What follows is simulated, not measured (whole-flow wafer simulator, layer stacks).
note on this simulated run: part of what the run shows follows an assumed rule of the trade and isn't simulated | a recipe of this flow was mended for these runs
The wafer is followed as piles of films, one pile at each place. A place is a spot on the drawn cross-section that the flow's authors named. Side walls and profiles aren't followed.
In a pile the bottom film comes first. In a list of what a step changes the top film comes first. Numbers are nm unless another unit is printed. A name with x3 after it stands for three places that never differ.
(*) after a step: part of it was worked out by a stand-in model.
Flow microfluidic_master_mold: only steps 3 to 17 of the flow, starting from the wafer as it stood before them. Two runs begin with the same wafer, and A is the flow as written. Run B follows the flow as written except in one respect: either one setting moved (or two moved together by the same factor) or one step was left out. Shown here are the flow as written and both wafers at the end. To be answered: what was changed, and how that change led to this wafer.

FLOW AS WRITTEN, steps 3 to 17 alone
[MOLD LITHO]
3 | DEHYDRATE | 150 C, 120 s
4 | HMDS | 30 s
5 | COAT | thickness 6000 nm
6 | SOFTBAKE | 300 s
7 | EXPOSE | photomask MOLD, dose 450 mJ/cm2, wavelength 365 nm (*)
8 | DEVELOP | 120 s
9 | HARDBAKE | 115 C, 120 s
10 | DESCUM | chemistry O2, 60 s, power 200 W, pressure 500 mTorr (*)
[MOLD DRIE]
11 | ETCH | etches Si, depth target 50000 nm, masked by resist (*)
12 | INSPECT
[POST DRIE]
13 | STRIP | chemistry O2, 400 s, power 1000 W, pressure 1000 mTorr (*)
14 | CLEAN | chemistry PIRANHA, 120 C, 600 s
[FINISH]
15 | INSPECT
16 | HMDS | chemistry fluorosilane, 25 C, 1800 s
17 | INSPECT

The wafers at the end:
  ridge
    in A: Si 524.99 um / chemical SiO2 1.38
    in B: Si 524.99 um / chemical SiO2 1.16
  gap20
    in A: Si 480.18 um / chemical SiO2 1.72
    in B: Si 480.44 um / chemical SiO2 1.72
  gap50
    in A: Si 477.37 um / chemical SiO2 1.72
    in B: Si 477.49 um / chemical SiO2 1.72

The reason: step 5, COAT: thickness 7800 nm was run, while the flow as written has thickness 6000 nm.

The path from the change to this, step by step:
  5 | COAT | thickness 6000 nm
      ridge, gap20, gap50, gap200 x2: A thick-i-line-resist gains 6000 (new film) | B thick-i-line-resist gains 7800 (new film)
  8 | DEVELOP | 120 s
      gap20, gap50, gap200 x2: A thick-i-line-resist loses 6000 (all of it) | B thick-i-line-resist loses 7800 (all of it)
  9 | HARDBAKE | 115 C, 120 s
      ridge: A thick-i-line-resist loses 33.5 | B thick-i-line-resist loses 49.1
  11 | ETCH | etches Si, depth target 50000 nm, masked by resist (*)
      gap20: A chemical SiO2 loses 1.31 (all of it), Si loses 44.81 um | B chemical SiO2 loses 1.31 (all of it), Si loses 44.55 um
      gap50: A chemical SiO2 loses 1.31 (all of it), Si loses 47.62 um | B chemical SiO2 loses 1.31 (all of it), Si loses 47.5 um
  13 | STRIP | chemistry O2, 400 s, power 1000 W, pressure 1000 mTorr (*)
      ridge: A thick-i-line-resist loses 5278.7 (all of it), chemical SiO2 gains 0.78, Si loses 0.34 | B thick-i-line-resist loses 7063.1 (all of it), chemical SiO2 gains 0.56, Si loses 0.25
